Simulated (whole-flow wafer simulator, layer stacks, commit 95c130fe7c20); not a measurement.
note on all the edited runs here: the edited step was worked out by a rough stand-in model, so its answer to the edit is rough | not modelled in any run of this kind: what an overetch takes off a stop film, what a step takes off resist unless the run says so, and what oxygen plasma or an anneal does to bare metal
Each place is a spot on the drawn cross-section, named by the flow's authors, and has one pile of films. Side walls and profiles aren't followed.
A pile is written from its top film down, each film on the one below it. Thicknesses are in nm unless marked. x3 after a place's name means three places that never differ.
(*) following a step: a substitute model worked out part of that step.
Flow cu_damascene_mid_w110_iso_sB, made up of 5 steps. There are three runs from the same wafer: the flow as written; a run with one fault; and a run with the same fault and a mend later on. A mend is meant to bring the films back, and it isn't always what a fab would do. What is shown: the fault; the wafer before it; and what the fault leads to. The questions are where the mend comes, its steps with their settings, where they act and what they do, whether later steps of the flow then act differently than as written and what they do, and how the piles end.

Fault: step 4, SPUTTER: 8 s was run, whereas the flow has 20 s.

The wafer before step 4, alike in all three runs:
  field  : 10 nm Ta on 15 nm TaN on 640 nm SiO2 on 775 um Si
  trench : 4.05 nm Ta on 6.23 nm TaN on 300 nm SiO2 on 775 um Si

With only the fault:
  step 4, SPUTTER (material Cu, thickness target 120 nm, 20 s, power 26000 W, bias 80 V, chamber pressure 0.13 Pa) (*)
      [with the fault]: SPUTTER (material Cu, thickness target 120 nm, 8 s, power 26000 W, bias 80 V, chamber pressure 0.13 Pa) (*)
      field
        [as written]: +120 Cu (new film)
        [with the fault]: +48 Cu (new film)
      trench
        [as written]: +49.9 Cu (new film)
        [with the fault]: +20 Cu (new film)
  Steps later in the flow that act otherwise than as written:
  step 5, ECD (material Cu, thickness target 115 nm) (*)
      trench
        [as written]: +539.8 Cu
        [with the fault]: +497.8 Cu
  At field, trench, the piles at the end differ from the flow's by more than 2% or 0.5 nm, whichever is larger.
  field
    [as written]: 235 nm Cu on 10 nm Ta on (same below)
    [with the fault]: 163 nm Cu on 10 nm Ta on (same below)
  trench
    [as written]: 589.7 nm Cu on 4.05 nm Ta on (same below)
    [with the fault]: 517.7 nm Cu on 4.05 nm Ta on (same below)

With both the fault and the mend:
  The mend stands after step 4.
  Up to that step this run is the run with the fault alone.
  step 4a, SPUTTER (material Cu, thickness target 120 nm, 12 s, power 26000 W, bias 80 V, chamber pressure 0.13 Pa) (*) (a further turn of the flow's step 4, with different settings)
      field
        +72 Cu
      trench
        +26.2 Cu
  Later steps of the flow that are run all act as written at every place that is followed, up to a difference of at most 2% or 0.5 nm, whichever is larger.
  By the end, the piles equal the flow's at every place that both follow.
